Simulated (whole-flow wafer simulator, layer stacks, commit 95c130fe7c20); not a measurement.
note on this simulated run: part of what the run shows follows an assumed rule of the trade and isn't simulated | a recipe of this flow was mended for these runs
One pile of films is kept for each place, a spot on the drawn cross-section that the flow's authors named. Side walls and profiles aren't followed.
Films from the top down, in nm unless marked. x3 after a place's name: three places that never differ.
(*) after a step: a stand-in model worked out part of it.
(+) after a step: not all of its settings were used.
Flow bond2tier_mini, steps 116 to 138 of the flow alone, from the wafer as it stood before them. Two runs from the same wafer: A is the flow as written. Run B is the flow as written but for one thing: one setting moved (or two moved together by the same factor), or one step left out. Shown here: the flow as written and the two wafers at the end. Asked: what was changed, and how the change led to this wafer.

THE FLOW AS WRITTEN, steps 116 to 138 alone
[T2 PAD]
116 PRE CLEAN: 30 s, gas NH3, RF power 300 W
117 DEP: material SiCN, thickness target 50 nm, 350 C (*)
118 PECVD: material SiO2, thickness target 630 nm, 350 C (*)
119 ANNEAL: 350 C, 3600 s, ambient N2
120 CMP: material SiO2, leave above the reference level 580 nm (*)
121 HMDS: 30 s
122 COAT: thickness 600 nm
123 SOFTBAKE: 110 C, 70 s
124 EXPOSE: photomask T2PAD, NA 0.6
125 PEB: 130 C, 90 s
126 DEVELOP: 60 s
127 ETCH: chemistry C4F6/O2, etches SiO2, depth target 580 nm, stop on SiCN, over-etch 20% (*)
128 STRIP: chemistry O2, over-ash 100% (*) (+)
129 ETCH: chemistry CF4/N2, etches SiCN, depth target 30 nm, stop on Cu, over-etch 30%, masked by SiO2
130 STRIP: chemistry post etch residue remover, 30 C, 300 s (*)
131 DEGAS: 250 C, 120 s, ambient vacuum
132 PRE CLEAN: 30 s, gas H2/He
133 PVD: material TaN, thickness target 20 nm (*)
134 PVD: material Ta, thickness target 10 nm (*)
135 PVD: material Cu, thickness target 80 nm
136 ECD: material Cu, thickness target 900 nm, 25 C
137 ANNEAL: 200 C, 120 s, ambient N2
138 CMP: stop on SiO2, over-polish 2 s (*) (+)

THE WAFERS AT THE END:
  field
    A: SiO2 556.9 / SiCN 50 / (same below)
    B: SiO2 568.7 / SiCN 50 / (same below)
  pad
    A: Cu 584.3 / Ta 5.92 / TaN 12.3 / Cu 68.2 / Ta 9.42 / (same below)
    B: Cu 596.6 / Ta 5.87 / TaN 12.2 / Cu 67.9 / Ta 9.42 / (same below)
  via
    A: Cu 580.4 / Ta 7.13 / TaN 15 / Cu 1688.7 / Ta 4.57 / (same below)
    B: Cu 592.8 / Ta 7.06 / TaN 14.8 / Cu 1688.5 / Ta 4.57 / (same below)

The cause: step 127, ETCH: depth target 649.6 nm was run, where the flow has depth target 580 nm.

How the change led to this, step by step:
  127 ETCH: chemistry C4F6/O2, etches SiO2, depth target 580 nm, stop on SiCN, over-etch 20% (*)
      pad, via: A SiO2 -580 (all of it), SiCN -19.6 | B SiO2 -580 (all of it), SiCN -33.6
      field: A thick-KrF-resist -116 | B thick-KrF-resist -129.9
  128 STRIP: chemistry O2, over-ash 100% (*) (+)
      field: A thick-KrF-resist -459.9 (all of it) | B thick-KrF-resist -446 (all of it)
  129 ETCH: chemistry CF4/N2, etches SiCN, depth target 30 nm, stop on Cu, over-etch 30%, masked by SiO2
      pad, via: A SiCN -30.4 (all of it), Cu -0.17 | B SiCN -16.4 (all of it), Cu -0.45
      field: A SiO2 -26 | B SiO2 -14.2
